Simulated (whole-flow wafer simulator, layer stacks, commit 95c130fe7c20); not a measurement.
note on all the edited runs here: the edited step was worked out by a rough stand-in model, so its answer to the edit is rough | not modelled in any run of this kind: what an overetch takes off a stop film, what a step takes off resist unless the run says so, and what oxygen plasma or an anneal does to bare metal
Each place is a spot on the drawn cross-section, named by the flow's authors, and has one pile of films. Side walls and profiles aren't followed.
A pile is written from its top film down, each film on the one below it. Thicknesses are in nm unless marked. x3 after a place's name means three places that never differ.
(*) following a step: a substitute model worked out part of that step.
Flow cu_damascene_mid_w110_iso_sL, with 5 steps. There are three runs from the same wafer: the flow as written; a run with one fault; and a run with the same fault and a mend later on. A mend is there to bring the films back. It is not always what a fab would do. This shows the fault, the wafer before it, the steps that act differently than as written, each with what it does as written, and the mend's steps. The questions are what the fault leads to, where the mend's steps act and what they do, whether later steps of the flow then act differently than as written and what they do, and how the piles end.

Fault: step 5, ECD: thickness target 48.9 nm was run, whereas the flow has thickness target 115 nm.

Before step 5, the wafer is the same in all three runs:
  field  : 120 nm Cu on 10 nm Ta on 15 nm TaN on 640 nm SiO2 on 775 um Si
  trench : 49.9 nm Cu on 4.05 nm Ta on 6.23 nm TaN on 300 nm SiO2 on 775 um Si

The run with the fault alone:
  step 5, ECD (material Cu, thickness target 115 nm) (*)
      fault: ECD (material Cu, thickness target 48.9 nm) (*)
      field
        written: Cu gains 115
        fault: Cu gains 48.9
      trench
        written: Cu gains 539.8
        fault: Cu gains 473.7
  None of the later steps of the flow acts differently than as written at any place that is followed.
  At field, trench, the piles at the end differ from the flow's by more than 2% or 0.5 nm, whichever is larger.
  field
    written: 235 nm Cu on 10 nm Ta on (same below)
    fault: 168.9 nm Cu on 10 nm Ta on (same below)
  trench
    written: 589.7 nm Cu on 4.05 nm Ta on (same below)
    fault: 523.6 nm Cu on 4.05 nm Ta on (same below)

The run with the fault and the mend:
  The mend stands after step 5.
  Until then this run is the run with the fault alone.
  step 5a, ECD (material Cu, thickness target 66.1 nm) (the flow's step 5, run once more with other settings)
      field, trench
        Cu gains 66.1
  None of the later steps of the flow acts differently than as written at any place that is followed.
  The piles end the same as the flow's at every place that both follow.
